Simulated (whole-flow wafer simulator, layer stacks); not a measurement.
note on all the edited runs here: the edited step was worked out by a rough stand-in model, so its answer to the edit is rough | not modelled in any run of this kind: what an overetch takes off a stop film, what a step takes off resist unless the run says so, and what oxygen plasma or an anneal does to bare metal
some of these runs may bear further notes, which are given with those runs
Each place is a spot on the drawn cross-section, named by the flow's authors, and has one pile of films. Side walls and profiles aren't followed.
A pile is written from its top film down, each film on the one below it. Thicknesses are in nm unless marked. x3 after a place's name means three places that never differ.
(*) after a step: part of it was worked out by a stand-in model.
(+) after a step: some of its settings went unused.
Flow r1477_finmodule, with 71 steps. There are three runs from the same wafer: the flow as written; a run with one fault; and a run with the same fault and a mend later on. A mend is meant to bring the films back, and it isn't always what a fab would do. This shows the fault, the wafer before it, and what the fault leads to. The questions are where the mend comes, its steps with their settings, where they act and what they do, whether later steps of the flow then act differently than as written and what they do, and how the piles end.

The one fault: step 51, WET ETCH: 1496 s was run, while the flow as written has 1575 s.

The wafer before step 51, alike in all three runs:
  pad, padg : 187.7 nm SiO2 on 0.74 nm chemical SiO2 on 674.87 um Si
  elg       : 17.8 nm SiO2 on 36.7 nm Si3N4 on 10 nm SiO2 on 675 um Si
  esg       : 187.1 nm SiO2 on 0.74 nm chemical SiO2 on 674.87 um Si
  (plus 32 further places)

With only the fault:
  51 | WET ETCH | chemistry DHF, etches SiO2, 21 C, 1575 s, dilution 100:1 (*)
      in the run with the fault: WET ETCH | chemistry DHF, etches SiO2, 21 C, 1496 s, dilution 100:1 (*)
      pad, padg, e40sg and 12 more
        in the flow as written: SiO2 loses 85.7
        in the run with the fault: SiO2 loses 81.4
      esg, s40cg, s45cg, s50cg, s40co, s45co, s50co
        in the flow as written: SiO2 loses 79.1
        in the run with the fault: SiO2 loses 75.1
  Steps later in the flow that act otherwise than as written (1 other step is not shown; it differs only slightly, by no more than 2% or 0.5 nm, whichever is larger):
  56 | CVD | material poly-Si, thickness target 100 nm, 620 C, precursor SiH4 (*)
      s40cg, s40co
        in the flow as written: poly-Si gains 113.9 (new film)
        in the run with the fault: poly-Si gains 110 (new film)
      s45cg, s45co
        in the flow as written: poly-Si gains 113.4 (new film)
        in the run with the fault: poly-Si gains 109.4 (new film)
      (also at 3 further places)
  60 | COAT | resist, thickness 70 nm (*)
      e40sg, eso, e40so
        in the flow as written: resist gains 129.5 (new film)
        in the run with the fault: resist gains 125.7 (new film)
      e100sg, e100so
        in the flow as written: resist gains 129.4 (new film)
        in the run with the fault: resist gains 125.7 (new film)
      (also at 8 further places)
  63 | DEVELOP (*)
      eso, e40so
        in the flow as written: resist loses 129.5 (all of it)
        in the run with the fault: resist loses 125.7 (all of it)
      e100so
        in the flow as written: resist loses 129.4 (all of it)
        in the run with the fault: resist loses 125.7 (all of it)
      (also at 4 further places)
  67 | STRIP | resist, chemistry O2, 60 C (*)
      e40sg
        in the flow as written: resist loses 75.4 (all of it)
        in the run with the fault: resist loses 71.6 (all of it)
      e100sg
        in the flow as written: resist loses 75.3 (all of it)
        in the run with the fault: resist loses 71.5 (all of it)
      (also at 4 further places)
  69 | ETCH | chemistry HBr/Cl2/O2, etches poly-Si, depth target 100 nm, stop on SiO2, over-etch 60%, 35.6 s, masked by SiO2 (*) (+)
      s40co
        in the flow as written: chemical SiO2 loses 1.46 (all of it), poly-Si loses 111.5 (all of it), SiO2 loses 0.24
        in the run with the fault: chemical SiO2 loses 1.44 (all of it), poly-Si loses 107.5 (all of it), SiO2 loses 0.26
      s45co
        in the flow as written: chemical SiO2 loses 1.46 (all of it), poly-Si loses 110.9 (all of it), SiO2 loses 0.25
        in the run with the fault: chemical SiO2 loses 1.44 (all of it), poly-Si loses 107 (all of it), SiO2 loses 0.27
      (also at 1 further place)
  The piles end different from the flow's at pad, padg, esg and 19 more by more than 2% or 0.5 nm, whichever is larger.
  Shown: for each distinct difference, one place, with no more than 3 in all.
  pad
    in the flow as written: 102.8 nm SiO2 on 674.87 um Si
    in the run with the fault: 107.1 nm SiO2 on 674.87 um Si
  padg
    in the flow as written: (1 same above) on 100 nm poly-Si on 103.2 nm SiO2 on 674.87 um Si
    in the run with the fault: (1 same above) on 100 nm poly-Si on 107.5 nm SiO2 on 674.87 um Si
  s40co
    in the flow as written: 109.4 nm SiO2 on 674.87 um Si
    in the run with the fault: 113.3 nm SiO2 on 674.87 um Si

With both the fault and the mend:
  The mend follows step 51.
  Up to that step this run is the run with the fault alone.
  51a | WET ETCH | chemistry DHF, etches SiO2, 21 C, 79 s, dilution 100:1 (*) (the flow's step 51 again, with other settings)
      pad, padg, e40sg and 12 more
        SiO2 loses 4.3
      elg, e40lg, e100lg, e200lg, elo, e40lo, e100lo, e200lo
        Si3N4 loses 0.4
      esg, s40cg, s45cg, s50cg, s40co, s45co, s50co
        SiO2 loses 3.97
  Later steps of the flow that are run all act as written at every place that is followed, up to a difference of at most 2% or 0.5 nm, whichever is larger.
  When the end is reached, the piles differ only a little from the flow's at the places that both follow, at most by 2% or 0.5 nm, whichever is larger.
